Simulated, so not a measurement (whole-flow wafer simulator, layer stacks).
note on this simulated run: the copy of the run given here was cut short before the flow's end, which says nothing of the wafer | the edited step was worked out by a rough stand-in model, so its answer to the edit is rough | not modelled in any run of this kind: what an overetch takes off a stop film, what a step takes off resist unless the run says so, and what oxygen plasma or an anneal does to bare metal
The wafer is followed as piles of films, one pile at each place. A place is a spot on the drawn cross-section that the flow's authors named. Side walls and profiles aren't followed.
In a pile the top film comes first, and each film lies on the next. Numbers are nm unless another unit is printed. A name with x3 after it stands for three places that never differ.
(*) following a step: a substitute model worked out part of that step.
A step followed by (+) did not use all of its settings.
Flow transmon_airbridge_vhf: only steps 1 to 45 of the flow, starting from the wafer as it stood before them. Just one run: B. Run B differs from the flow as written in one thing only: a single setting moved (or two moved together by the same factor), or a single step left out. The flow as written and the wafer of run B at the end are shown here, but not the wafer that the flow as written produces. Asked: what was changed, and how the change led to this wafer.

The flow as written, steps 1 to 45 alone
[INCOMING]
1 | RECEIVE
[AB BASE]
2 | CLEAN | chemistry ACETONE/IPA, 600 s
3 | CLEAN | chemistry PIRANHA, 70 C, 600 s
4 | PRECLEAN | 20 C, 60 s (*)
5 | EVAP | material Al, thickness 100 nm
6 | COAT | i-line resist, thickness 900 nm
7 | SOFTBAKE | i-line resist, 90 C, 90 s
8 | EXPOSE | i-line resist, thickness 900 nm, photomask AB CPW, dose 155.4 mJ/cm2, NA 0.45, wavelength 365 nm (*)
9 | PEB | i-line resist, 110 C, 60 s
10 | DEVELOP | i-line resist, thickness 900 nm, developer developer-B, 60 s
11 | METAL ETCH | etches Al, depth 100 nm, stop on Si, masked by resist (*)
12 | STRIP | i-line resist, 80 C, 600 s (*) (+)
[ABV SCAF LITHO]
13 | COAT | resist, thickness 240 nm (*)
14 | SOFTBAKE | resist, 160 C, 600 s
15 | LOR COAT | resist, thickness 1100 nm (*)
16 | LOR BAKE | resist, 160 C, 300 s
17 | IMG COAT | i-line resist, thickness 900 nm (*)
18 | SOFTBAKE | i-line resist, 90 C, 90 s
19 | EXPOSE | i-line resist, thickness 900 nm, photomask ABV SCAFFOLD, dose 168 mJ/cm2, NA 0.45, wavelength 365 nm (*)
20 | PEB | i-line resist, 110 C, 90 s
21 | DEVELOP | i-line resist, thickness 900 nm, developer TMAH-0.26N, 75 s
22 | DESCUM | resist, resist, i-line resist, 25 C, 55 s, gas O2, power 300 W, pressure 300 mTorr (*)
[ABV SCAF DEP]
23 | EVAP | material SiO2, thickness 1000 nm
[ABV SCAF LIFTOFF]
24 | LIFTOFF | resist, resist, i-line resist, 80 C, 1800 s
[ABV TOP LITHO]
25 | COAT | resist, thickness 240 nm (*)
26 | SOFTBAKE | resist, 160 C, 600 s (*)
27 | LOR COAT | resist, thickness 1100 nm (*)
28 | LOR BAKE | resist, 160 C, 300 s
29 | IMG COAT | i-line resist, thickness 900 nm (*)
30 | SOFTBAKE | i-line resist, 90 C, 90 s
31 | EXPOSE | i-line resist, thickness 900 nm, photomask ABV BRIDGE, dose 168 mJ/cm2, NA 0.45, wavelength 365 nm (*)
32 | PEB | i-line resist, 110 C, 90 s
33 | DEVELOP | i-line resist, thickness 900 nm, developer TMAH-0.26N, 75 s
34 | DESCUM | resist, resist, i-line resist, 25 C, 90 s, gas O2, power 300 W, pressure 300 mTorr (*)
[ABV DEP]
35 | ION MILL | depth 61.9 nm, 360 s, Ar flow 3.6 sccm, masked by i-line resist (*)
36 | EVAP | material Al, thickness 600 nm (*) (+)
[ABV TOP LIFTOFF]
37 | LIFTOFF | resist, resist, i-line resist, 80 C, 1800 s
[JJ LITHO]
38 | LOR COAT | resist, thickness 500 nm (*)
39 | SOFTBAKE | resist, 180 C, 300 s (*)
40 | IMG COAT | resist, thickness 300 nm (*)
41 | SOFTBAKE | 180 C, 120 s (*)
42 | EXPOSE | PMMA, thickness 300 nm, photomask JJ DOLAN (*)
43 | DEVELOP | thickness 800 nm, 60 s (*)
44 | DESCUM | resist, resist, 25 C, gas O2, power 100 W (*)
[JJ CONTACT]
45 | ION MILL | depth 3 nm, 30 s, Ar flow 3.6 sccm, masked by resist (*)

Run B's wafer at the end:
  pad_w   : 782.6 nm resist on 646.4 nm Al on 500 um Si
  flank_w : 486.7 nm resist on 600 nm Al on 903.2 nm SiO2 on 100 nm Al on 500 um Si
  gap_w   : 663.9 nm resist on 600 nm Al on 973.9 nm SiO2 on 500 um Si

The reason: step 35, ION MILL: depth 44.9 nm was run, whereas the flow has depth 61.9 nm; step 35, ION MILL: 261 s was run, where the flow has 360 s.

The path from the change to this, step by step:
  35 | ION MILL | depth 61.9 nm, 360 s, Ar flow 3.6 sccm, masked by i-line resist (*)
      field x3, jj_line, ground_far, trace_open_s x2, margin_s, margin_n: -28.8 i-line resist (as written it would have been: -39.7 i-line resist)
      flank_w, gap_w, cpw_trace, gap_e, flank_e, bridge_strip: -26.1 SiO2 (as written it would have been: -36 SiO2)
      (as well as at 2 more places)
  37 | LIFTOFF | resist, resist, i-line resist, 80 C, 1800 s
      margin_s, margin_n: -600 Al (all of it), -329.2 i-line resist (all of it), -992 resist (all of it) (as written it would have been: -600 Al (all of it), -318.3 i-line resist (all of it), -992 resist (all of it))
